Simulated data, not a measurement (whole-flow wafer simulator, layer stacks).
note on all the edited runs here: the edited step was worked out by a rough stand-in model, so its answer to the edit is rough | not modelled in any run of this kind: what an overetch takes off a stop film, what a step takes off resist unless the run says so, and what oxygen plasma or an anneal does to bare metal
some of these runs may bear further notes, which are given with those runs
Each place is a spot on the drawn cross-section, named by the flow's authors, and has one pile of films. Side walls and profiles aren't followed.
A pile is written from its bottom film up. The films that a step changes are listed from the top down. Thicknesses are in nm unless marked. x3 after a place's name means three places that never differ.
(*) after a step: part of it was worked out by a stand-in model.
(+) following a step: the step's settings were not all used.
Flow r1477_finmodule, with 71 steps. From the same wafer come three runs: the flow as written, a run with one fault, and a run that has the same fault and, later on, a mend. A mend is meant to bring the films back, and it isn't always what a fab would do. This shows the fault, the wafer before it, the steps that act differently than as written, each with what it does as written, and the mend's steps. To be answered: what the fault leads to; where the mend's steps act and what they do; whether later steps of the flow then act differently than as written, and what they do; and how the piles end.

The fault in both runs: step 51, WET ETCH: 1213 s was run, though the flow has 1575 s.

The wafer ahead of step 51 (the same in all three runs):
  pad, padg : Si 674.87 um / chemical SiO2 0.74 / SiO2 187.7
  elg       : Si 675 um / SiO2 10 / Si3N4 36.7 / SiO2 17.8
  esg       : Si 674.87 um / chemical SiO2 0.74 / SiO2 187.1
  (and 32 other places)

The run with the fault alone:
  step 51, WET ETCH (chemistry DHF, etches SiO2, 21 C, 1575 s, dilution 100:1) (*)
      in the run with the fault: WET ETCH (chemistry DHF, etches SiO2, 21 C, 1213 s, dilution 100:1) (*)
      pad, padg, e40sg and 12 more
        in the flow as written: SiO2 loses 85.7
        in the run with the fault: SiO2 loses 66
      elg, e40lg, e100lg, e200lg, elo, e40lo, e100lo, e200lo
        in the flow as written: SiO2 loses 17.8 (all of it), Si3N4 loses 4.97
        in the run with the fault: SiO2 loses 17.8 (all of it), Si3N4 loses 3.49
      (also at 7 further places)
  Steps later in the flow that act otherwise than as written (not shown: 1 more step that differs only slightly, by at most 2% or 0.5 nm, whichever is larger):
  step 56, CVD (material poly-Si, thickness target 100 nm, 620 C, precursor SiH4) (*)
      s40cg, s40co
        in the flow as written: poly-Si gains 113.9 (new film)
        in the run with the fault: poly-Si gains 100 (new film)
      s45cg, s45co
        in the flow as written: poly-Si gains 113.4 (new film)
        in the run with the fault: poly-Si gains 100 (new film)
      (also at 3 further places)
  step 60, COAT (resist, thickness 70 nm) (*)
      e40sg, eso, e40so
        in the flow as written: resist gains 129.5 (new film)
        in the run with the fault: resist gains 112.2 (new film)
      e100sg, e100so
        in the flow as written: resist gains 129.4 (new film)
        in the run with the fault: resist gains 112.2 (new film)
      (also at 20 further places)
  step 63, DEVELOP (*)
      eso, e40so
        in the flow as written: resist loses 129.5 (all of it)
        in the run with the fault: resist loses 112.2 (all of it)
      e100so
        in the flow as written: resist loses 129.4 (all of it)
        in the run with the fault: resist loses 112.2 (all of it)
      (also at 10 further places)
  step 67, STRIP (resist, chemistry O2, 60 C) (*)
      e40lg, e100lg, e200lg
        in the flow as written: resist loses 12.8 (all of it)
        in the run with the fault: resist loses 13.7 (all of it)
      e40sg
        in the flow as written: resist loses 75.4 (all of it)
        in the run with the fault: resist loses 58.1 (all of it)
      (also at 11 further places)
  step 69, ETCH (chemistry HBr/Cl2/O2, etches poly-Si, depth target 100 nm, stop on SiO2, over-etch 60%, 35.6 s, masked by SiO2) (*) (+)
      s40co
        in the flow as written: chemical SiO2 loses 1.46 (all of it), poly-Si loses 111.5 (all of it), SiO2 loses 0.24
        in the run with the fault: chemical SiO2 loses 1.37 (all of it), poly-Si loses 97.6 (all of it), SiO2 loses 0.42
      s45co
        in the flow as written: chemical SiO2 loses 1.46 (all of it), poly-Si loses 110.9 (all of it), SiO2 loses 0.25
        in the run with the fault: chemical SiO2 loses 1.37 (all of it), poly-Si loses 97.6 (all of it), SiO2 loses 0.42
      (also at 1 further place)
  At pad, padg, elg and 27 more, the piles at the end differ from the flow's by more than 2% or 0.5 nm, whichever is larger.
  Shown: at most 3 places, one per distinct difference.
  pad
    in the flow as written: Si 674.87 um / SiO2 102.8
    in the run with the fault: Si 674.87 um / SiO2 122.5
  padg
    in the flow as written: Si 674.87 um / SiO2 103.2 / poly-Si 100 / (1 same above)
    in the run with the fault: Si 674.87 um / SiO2 122.9 / poly-Si 100 / (1 same above)
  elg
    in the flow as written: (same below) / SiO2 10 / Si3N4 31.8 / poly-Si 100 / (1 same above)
    in the run with the fault: (same below) / SiO2 10 / Si3N4 33.2 / poly-Si 100 / (1 same above)

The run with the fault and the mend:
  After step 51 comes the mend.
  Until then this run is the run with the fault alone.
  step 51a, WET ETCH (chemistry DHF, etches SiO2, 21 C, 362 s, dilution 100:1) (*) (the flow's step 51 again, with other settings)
      pad, padg, e40sg and 12 more
        SiO2 loses 19.7
      elg, e40lg, e100lg, e200lg, elo, e40lo, e100lo, e200lo
        Si3N4 loses 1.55
      esg, s40cg, s45cg, s50cg, s40co, s45co, s50co
        SiO2 loses 18.2
  Later steps of the flow that are run all act as written at every place that is followed, up to a difference of at most 2% or 0.5 nm, whichever is larger.
  The piles end only slightly different from the flow's at the places that both follow, by no more than 2% or 0.5 nm, whichever is larger.
